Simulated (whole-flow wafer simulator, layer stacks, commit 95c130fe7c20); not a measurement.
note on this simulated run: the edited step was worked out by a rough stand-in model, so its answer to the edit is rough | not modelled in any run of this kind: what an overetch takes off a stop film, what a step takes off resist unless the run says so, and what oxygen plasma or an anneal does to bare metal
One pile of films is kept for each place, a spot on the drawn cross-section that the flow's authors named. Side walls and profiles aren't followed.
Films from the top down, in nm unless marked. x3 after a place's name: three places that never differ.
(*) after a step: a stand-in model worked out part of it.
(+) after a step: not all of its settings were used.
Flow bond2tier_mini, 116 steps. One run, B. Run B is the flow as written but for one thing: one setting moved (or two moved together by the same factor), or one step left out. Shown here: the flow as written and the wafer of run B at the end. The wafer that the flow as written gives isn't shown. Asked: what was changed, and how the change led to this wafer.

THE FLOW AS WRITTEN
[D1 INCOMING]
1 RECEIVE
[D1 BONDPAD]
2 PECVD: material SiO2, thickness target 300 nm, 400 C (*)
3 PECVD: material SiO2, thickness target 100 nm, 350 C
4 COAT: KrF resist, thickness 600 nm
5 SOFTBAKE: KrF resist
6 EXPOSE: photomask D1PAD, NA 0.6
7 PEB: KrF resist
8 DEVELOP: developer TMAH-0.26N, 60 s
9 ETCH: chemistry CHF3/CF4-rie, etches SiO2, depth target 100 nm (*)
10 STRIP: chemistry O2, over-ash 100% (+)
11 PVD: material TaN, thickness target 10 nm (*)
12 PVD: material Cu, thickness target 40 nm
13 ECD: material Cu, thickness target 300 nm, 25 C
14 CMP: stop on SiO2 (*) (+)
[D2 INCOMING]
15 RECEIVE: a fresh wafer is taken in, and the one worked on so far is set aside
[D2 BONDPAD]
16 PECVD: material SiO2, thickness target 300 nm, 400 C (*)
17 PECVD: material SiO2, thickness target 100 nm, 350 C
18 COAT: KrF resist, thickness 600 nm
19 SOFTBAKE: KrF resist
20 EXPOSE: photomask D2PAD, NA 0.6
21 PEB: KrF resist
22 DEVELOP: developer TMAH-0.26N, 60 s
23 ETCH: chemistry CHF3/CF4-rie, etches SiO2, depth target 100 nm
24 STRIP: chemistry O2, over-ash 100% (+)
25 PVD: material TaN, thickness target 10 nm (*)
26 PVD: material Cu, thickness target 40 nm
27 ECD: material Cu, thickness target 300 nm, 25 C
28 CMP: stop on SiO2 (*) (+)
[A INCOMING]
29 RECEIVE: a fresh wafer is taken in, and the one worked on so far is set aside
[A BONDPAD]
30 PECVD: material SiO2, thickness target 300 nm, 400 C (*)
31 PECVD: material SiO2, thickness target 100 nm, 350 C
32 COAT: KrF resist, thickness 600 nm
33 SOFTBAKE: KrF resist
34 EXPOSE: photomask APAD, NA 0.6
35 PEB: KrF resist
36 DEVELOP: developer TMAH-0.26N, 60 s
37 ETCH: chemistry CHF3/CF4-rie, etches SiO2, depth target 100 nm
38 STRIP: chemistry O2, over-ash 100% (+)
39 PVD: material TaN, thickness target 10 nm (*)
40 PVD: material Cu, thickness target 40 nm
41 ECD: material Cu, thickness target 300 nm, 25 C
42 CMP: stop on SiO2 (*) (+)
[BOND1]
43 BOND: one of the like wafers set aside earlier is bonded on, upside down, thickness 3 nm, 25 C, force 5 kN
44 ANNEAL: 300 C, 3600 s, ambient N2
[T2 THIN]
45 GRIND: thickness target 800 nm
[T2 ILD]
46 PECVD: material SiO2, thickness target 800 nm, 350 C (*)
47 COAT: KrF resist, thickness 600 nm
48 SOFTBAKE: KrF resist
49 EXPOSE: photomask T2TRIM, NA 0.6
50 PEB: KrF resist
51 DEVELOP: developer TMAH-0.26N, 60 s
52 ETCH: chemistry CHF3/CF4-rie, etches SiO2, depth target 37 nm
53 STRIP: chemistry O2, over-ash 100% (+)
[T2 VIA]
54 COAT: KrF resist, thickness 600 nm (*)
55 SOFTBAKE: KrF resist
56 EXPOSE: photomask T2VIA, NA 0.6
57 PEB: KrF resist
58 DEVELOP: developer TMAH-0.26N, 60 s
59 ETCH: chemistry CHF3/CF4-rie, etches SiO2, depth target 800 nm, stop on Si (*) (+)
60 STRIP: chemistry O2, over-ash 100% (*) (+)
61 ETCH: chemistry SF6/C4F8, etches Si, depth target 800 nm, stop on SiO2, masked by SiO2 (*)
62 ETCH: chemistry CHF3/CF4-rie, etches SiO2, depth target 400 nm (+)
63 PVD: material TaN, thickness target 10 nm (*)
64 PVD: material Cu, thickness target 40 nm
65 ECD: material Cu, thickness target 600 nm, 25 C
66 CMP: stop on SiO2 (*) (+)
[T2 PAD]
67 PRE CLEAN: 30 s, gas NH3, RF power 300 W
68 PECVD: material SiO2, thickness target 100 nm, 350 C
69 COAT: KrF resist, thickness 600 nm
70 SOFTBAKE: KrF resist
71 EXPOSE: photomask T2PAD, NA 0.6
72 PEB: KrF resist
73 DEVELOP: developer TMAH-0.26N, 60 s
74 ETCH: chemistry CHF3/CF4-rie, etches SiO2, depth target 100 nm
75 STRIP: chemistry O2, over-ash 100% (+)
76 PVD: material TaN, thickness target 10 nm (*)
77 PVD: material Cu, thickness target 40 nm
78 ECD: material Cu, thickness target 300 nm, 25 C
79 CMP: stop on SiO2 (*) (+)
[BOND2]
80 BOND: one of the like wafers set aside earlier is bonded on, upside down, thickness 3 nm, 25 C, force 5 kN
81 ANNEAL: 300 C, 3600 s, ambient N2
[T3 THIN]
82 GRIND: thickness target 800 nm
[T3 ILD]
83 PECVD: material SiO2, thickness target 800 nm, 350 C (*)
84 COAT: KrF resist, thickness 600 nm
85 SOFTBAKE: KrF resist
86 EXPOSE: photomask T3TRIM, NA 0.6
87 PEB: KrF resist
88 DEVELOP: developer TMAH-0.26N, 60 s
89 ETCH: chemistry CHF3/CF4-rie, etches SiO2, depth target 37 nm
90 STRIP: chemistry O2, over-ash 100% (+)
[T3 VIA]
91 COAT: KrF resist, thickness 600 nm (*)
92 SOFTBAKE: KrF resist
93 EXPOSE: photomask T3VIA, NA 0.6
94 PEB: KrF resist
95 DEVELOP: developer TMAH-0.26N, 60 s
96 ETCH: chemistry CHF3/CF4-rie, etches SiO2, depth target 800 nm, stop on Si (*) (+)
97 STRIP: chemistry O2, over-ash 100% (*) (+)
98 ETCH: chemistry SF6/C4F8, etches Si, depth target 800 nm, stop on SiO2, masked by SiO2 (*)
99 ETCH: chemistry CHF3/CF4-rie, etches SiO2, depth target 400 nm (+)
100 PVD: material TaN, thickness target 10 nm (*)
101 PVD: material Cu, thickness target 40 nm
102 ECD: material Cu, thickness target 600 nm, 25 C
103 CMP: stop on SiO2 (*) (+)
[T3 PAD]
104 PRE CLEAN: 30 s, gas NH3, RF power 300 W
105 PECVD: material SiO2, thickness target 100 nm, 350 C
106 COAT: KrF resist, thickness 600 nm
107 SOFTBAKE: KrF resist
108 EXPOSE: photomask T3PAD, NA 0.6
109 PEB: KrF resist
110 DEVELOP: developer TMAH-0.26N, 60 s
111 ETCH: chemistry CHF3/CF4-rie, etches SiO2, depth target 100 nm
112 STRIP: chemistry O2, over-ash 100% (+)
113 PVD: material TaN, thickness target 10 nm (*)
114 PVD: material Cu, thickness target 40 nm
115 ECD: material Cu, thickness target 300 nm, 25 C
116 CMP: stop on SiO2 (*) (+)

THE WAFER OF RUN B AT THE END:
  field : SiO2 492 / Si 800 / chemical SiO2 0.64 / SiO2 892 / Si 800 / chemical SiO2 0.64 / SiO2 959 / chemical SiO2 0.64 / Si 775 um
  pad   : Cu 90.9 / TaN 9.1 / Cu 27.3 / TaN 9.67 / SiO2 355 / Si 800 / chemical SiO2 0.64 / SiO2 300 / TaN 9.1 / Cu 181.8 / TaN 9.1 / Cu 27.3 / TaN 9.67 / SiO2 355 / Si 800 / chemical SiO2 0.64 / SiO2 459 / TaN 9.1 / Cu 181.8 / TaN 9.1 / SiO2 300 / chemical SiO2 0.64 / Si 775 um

The cause: step 2, PECVD: thickness target 459 nm was run, where the flow has thickness target 300 nm.
It can be read off the wafer: pad has SiO2 459, and step 2 as written asks for 300 nm.

How the change led to this, step by step:
  2 PECVD: material SiO2, thickness target 300 nm, 400 C (*)
      field, pad, via: SiO2 +459 (new film) (as written it would be: SiO2 +300 (new film))
  43 BOND: one of the like wafers set aside earlier is bonded on, upside down, thickness 3 nm, 25 C, force 5 kN
      field: Si +775 um (new film), chemical SiO2 +0.64 (new film), SiO2 +559 (as written it would be: Si +775 um (new film), chemical SiO2 +0.64 (new film), SiO2 +400)
      pad: Si +775 um (new film), chemical SiO2 +0.64 (new film), SiO2 +459 (new film), TaN +9.1 (new film), Cu +90.9 (as written it would be: Si +775 um (new film), chemical SiO2 +0.64 (new film), SiO2 +300 (new film), TaN +9.1 (new film), Cu +90.9)
      (and at 1 more place)
